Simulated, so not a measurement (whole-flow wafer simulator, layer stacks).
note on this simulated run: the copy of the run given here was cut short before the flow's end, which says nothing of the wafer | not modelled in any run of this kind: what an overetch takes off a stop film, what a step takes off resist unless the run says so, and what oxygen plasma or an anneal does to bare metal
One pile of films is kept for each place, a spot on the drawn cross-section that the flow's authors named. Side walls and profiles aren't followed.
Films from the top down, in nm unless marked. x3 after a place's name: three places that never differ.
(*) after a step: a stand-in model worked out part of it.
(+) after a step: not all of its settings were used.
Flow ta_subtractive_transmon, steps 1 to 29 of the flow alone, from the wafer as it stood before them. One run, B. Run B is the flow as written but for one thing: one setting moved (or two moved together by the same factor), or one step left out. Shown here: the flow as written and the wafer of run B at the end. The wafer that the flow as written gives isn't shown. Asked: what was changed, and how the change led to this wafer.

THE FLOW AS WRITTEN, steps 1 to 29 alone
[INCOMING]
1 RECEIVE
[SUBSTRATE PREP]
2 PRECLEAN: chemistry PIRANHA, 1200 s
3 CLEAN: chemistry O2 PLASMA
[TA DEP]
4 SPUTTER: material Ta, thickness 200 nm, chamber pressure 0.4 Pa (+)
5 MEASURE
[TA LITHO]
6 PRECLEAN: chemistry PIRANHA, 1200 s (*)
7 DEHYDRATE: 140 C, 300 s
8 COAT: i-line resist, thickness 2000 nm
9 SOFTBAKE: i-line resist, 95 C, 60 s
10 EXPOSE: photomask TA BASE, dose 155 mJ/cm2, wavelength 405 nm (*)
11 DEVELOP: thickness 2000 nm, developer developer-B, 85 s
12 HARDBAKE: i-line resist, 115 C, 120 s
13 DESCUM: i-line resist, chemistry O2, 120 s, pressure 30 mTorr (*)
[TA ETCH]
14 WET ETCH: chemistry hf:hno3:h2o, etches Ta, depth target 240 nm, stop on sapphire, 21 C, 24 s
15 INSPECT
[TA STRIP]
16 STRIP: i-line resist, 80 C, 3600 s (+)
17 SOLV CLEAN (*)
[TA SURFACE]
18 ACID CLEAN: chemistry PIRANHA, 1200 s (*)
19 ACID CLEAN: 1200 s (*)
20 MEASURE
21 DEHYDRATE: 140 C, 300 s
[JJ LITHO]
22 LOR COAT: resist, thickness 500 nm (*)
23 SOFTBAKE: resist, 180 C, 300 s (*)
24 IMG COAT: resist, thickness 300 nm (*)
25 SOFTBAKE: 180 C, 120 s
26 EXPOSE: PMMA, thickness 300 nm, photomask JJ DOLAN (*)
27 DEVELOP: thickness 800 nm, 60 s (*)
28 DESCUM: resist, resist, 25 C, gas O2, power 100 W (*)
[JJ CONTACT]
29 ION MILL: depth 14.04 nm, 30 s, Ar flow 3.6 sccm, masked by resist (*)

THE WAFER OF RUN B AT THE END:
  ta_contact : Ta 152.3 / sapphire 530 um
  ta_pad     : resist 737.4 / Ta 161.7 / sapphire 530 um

The cause: step 4, SPUTTER: thickness 162 nm was run, where the flow has thickness 200 nm.

How the change led to this, step by step:
  4 SPUTTER: material Ta, thickness 200 nm, chamber pressure 0.4 Pa (+)
      field x2, jj_line, lead, ta_contact, ta_pad: Ta +162 (new film) (as written it would be: Ta +200 (new film))
  14 WET ETCH: chemistry hf:hno3:h2o, etches Ta, depth target 240 nm, stop on sapphire, 21 C, 24 s
      field x2, jj_line, lead: Ta -162 (all of it) (as written it would be: Ta -200 (all of it))
  22 LOR COAT: resist, thickness 500 nm (*)
      ta_contact: resist +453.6 (new film) (as written it would be: resist +443.8 (new film))
